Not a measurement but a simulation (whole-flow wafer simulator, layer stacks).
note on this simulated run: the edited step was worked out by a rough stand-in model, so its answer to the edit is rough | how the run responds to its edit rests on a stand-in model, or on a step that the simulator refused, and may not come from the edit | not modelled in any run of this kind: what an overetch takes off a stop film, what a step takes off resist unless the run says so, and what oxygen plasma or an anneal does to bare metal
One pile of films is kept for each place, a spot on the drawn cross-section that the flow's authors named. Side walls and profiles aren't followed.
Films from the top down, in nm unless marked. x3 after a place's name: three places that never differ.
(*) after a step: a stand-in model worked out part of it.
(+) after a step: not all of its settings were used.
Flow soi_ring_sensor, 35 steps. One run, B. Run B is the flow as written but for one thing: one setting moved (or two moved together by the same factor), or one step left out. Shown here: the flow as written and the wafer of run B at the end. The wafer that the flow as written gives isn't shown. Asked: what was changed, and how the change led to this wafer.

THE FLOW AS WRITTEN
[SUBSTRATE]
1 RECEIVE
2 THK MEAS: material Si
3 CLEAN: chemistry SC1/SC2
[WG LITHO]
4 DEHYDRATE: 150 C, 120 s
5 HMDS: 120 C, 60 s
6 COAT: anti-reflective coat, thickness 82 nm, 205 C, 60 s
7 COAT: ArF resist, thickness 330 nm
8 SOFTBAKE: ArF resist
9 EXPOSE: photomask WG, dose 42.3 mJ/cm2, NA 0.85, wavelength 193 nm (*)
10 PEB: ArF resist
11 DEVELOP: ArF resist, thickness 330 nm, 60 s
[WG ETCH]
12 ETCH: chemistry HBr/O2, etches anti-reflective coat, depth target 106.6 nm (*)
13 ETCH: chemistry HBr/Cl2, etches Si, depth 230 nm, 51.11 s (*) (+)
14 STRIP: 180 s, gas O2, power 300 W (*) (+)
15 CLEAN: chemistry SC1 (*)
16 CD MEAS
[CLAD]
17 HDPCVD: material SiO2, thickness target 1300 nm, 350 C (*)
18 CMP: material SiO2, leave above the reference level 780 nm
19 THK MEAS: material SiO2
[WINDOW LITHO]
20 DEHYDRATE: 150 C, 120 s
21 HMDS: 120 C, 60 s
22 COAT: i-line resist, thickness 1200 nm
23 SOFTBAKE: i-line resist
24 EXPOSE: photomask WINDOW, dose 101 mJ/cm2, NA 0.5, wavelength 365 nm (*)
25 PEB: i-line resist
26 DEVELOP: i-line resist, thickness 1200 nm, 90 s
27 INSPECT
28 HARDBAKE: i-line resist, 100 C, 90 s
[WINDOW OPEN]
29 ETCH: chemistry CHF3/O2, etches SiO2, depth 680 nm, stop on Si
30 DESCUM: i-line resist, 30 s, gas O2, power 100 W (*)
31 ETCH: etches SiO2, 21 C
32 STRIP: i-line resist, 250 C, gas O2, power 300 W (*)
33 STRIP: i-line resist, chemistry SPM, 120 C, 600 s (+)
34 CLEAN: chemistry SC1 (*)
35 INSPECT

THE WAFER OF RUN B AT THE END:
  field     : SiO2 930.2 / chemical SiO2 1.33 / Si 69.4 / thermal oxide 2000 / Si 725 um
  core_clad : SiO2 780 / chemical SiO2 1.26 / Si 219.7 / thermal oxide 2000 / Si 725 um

The cause: step 13, ETCH: depth 150 nm was run, where the flow has depth 230 nm; step 13, ETCH: 33.22 s was run, where the flow has 51.11 s.

How the change led to this, step by step:
  13 ETCH: chemistry HBr/Cl2, etches Si, depth 230 nm, 51.11 s (*) (+)
      gap, window, field, gap_clad: Si -150 (as written it would be: Si -220 (all of it), thermal oxide -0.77)
      core, core_clad: ArF resist -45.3 (as written it would be: ArF resist -69.7)
  14 STRIP: 180 s, gas O2, power 300 W (*) (+)
      gap, window, field, gap_clad: chemical SiO2 +1.33 (new film), Si -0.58 (as written it would be: nothing)
      core, core_clad: ArF resist -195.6 (all of it), anti-reflective coat -82 (all of it), chemical SiO2 +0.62, Si -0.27 (as written it would be: ArF resist -171.2 (all of it), anti-reflective coat -82 (all of it), chemical SiO2 +0.63, Si -0.28)
  18 CMP: material SiO2, leave above the reference level 780 nm
      gap, window, field, gap_clad: SiO2 -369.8 (as written it would be: SiO2 -298.2)
